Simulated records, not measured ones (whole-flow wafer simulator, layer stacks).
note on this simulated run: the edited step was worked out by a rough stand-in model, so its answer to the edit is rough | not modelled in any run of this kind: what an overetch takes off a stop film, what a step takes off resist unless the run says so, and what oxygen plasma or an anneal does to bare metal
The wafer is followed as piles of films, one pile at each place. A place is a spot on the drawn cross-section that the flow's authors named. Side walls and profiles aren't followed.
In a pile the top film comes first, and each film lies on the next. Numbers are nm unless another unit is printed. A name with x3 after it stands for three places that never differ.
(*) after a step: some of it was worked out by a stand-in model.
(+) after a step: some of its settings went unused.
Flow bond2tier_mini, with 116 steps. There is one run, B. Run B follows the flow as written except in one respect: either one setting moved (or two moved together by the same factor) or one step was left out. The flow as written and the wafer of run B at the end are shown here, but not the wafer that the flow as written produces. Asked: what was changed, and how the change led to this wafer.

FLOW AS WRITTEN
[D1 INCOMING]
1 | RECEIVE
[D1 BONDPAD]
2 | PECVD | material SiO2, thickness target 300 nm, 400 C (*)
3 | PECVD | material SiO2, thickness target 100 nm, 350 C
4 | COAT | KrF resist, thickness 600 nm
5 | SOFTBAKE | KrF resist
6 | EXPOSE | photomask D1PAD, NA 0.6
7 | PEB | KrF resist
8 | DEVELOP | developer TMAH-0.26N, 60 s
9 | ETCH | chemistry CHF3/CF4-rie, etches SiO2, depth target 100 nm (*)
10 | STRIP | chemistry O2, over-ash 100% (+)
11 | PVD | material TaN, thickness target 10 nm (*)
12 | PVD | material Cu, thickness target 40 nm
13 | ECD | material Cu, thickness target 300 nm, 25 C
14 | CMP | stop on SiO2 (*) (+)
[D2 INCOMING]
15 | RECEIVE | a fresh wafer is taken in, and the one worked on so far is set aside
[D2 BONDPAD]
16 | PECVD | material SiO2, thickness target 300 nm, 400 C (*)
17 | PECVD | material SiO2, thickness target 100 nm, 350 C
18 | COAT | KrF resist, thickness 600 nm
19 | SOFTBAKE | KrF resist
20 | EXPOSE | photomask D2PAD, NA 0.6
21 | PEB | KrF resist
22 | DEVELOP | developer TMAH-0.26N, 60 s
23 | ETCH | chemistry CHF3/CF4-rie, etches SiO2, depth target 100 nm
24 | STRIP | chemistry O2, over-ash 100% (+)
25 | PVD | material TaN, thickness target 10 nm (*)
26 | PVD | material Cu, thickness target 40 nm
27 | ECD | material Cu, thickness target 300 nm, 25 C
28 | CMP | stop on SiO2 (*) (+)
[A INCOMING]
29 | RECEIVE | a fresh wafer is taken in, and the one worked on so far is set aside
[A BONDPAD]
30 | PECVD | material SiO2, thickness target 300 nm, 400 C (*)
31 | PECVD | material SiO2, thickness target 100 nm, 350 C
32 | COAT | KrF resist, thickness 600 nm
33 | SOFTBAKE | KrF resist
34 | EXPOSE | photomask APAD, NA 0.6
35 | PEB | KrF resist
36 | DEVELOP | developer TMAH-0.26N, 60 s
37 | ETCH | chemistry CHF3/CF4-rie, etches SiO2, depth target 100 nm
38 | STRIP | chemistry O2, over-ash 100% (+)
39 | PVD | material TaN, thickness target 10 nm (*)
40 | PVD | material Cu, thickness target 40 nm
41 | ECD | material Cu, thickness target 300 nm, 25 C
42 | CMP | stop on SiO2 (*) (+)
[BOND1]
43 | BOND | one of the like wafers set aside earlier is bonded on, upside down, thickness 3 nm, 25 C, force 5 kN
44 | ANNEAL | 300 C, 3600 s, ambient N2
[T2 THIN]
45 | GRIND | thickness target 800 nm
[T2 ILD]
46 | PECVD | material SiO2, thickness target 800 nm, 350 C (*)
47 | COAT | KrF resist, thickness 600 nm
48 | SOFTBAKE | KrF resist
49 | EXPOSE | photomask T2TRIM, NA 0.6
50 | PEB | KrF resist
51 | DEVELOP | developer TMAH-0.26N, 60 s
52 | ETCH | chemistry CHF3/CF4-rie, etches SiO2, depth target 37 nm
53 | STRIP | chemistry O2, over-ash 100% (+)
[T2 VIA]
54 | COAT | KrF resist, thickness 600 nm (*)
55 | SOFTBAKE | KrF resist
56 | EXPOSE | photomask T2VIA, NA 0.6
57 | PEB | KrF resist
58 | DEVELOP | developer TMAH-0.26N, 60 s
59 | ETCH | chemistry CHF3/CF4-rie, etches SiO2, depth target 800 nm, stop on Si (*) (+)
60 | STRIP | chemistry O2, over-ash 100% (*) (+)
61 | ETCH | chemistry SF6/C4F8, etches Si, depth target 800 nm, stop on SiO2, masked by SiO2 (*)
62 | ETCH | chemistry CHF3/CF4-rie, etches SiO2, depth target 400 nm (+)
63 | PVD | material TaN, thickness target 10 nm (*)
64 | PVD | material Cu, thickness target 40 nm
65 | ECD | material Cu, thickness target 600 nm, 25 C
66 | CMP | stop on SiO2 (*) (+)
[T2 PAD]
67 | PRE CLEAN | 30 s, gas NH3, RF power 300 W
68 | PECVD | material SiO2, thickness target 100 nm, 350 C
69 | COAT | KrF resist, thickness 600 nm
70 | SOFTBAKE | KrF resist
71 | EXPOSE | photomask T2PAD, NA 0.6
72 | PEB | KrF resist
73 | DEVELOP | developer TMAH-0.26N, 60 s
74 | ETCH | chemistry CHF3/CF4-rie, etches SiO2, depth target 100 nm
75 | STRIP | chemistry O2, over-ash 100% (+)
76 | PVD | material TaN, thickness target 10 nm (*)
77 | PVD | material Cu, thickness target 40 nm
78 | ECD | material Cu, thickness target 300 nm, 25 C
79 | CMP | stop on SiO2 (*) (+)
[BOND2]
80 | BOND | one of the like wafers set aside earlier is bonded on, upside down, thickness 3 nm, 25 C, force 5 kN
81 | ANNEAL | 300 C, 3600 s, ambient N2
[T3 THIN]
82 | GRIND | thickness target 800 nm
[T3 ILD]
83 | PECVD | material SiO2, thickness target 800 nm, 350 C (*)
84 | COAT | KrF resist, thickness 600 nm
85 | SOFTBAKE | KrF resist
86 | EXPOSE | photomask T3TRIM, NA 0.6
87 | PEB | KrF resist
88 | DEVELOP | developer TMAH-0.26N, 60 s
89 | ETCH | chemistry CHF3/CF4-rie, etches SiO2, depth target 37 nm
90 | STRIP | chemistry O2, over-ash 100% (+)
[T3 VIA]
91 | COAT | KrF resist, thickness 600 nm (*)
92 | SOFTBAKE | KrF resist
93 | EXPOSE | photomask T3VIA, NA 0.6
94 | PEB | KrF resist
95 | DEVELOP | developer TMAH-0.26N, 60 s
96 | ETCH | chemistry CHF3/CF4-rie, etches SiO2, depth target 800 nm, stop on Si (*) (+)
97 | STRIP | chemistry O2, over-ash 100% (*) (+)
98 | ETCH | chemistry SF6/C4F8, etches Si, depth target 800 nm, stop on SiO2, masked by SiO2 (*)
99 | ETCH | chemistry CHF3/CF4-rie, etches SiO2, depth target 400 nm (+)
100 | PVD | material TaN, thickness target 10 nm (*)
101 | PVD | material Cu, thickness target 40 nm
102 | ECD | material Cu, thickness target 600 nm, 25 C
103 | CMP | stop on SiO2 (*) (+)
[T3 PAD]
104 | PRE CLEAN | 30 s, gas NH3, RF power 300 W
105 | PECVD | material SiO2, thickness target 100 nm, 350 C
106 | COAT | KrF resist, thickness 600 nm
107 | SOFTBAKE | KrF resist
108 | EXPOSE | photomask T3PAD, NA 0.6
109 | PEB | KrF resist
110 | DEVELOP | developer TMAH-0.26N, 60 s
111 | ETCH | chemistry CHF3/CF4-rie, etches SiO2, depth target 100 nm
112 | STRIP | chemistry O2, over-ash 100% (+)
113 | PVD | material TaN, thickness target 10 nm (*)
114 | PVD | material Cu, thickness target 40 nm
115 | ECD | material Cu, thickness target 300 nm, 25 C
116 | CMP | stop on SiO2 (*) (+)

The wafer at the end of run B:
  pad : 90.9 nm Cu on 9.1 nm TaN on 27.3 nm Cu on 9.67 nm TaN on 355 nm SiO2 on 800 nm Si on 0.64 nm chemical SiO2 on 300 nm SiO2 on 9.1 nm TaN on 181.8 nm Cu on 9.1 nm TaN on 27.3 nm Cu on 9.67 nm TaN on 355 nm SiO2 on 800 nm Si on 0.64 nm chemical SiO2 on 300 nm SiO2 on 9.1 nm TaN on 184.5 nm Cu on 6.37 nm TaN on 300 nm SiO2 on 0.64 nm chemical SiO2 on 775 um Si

What caused this: step 39, PVD: thickness target 7 nm was run, whereas the flow has thickness target 10 nm.

How this came from the change, step by step:
  39 | PVD | material TaN, thickness target 10 nm (*)
      field: TaN gains 7 (new film) (it would be, as written: TaN gains 10 (new film))
      pad: TaN gains 6.37 (new film) (it would be, as written: TaN gains 9.1 (new film))
      (as well as at 1 more place)
  42 | CMP | stop on SiO2 (*) (+)
      field: Cu loses 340 (all of it), TaN loses 7 (all of it) (it would be, as written: Cu loses 340 (all of it), TaN loses 10 (all of it))
